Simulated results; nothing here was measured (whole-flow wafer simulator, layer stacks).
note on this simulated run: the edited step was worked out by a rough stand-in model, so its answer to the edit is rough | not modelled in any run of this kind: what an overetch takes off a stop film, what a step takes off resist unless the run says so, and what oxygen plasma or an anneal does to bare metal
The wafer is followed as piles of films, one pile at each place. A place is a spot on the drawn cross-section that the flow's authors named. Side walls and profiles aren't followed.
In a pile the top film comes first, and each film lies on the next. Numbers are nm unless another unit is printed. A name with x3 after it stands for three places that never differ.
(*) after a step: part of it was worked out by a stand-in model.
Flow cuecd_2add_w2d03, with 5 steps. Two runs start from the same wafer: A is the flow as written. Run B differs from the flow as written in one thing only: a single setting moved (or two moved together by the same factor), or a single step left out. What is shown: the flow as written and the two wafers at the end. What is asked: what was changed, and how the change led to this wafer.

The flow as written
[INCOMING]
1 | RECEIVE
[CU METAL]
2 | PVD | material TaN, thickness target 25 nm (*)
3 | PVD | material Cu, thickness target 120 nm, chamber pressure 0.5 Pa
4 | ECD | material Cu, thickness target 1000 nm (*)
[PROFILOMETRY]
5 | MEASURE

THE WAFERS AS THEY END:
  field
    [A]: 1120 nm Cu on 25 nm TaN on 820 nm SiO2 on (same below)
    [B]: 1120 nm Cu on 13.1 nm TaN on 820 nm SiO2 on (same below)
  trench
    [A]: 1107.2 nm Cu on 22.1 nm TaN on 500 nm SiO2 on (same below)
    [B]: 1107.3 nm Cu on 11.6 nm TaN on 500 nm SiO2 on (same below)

What caused this: step 2, PVD: thickness target 13.1 nm was run, though the flow has thickness target 25 nm.
The wafer itself shows it: field has TaN 13.1, and step 2 as written asks for 25 nm.

How this came from the change, step by step:
  2 | PVD | material TaN, thickness target 25 nm (*)
      field: A +25 TaN (new film) | B +13.1 TaN (new film)
      trench: A +22.1 TaN (new film) | B +11.6 TaN (new film)
